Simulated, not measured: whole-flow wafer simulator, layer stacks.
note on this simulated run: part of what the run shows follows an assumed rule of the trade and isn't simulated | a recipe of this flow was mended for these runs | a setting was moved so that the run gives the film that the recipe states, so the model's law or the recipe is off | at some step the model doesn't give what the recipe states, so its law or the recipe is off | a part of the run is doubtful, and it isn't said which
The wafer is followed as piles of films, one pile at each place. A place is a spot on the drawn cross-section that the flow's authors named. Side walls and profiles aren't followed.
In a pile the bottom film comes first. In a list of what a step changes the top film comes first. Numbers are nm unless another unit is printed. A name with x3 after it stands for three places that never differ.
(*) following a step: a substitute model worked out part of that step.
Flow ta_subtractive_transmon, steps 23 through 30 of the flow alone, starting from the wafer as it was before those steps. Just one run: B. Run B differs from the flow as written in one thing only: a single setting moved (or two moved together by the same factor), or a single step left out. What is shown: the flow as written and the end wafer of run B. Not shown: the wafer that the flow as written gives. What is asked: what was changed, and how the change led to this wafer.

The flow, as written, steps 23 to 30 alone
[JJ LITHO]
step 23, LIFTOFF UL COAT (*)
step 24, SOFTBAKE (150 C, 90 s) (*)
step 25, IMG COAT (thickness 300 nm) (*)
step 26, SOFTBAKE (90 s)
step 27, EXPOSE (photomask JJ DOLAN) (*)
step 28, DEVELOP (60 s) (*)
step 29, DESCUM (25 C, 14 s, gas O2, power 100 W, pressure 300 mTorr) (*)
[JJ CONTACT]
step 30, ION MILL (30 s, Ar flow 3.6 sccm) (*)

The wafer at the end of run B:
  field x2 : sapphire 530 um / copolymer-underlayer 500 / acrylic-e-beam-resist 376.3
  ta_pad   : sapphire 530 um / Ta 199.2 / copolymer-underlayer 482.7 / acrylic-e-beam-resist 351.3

What caused this: step 25, IMG COAT: thickness 408 nm was run, whereas the flow has thickness 300 nm.

How this came from the change, step by step:
  step 25, IMG COAT (thickness 300 nm) (*)
      field x2, jj_line: acrylic-e-beam-resist gains 408 (new film) (it would be, as written: acrylic-e-beam-resist gains 300 (new film))
      lead: acrylic-e-beam-resist gains 423.9 (new film) (it would be, as written: acrylic-e-beam-resist gains 312.5 (new film))
      (and at 2 other places as well)
  step 28, DEVELOP (60 s) (*)
      jj_line: acrylic-e-beam-resist loses 408 (all of it), copolymer-underlayer loses 500 (all of it) (it would be, as written: acrylic-e-beam-resist loses 300 (all of it), copolymer-underlayer loses 500 (all of it))
      lead: acrylic-e-beam-resist loses 423.9 (all of it), copolymer-underlayer loses 554.7 (all of it) (it would be, as written: acrylic-e-beam-resist loses 312.5 (all of it), copolymer-underlayer loses 554.7 (all of it))
      (and at 1 other place as well)
